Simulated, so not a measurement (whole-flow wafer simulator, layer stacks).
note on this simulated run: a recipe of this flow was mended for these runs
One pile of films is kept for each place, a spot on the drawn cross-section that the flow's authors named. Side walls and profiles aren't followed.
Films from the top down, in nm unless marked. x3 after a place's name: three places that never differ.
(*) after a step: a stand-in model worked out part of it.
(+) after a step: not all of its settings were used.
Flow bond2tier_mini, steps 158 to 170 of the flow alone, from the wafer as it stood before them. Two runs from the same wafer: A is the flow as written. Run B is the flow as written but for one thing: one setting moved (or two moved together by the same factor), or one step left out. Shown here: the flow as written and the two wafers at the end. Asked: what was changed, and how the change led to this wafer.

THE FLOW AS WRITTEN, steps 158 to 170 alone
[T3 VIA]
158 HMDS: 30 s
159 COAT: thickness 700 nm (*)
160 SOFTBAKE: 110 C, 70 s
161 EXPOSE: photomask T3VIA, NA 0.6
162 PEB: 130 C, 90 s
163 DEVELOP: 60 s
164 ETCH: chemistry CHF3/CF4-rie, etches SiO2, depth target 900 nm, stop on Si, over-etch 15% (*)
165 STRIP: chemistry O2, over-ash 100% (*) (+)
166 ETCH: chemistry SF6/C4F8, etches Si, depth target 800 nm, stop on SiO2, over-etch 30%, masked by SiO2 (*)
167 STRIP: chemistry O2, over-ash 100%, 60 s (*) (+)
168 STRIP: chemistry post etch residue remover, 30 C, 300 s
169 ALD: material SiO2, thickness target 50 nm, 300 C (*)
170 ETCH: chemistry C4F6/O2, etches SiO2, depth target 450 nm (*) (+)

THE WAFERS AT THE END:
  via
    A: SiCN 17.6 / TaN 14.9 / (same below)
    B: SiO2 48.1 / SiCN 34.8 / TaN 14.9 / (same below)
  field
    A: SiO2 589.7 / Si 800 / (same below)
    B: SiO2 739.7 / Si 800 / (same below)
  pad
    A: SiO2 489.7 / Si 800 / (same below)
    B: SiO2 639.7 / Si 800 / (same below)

The cause: step 170, ETCH: depth target 300 nm was run, where the flow has depth target 450 nm.

How the change led to this, step by step:
  170 ETCH: chemistry C4F6/O2, etches SiO2, depth target 450 nm (*) (+)
      via: A SiO2 -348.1 (all of it), SiCN -17.2 | B SiO2 -300
      field, pad: A SiO2 -450 | B SiO2 -300
